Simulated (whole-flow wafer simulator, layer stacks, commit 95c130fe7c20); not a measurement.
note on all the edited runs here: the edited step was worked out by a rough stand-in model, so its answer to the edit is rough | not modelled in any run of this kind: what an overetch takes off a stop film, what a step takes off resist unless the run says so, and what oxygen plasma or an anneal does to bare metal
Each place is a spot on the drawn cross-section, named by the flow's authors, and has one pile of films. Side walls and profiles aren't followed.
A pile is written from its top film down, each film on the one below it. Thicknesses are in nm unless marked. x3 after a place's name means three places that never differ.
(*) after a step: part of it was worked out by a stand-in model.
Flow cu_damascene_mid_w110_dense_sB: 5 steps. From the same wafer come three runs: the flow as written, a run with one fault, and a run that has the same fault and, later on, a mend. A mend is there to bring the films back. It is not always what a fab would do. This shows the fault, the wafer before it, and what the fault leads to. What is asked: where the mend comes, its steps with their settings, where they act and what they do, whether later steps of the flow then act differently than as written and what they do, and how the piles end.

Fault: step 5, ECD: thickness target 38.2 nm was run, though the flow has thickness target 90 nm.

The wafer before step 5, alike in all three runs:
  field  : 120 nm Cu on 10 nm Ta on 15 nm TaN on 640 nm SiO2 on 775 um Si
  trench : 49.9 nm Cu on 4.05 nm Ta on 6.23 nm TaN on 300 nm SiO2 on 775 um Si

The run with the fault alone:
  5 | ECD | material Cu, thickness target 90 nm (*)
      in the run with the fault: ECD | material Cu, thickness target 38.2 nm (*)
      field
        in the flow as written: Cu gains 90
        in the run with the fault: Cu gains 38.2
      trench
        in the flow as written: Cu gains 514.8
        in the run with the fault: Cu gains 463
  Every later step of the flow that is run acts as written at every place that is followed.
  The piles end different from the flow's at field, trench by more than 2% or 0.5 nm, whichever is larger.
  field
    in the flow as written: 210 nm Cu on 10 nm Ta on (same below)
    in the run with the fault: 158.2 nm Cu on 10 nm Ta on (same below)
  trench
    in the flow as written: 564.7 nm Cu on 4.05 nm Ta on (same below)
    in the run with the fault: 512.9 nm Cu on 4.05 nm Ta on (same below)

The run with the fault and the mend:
  After step 5 comes the mend.
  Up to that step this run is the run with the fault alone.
  5a | ECD | material Cu, thickness target 51.8 nm (a further turn of the flow's step 5, with different settings)
      field, trench
        Cu gains 51.8
  Every later step of the flow that is run acts as written at every place that is followed.
  At every place that both follow, the piles at the end match the flow's.
